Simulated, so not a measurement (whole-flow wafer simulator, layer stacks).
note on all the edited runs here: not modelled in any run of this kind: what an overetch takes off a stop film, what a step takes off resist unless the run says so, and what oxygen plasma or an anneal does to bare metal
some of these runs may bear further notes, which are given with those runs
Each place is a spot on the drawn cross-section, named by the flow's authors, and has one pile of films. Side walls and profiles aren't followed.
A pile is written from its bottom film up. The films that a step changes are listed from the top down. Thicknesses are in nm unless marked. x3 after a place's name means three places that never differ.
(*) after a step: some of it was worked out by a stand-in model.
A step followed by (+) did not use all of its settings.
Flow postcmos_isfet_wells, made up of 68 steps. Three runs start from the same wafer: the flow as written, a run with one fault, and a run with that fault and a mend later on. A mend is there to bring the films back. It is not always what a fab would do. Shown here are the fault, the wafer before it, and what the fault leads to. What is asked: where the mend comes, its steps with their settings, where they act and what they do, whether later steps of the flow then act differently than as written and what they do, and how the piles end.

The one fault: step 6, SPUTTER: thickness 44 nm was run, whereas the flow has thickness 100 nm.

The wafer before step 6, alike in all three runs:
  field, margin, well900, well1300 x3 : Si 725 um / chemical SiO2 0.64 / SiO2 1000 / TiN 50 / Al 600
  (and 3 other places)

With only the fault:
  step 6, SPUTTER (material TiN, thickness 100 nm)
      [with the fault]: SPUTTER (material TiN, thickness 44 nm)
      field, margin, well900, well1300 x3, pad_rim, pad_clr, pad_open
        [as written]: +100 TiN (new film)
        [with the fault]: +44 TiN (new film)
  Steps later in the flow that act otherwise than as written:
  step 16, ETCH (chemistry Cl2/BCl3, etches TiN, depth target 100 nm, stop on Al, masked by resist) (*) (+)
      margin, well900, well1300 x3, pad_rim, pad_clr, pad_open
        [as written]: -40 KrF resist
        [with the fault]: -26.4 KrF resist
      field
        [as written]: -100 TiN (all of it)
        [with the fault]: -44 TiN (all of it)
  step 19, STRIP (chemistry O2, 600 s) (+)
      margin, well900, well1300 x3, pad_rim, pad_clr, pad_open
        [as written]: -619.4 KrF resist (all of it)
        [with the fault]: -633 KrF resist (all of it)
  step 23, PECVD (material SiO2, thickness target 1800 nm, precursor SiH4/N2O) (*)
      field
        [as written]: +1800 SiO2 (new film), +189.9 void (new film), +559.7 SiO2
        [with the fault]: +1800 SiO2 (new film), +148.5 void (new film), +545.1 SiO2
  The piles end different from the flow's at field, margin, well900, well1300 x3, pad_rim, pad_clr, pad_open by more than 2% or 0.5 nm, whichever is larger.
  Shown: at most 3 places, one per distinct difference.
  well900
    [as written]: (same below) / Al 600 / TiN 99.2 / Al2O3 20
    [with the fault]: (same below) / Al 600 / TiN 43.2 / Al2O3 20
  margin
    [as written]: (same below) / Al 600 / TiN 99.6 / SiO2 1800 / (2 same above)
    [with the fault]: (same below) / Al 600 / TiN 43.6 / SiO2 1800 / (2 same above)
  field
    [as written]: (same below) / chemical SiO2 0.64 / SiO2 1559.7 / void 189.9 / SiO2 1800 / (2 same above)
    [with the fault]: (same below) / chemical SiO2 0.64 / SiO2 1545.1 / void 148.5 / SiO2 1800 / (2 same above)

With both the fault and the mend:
  After step 6 comes the mend.
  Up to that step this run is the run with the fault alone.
  step 6a, SPUTTER (material TiN, thickness 56 nm) (the flow's step 6 again, with other settings)
      field, margin, well900, well1300 x3, pad_rim, pad_clr, pad_open
        +56 TiN
  None of the later steps of the flow acts differently than as written at any place that is followed.
  The piles end the same as the flow's at every place that both follow.
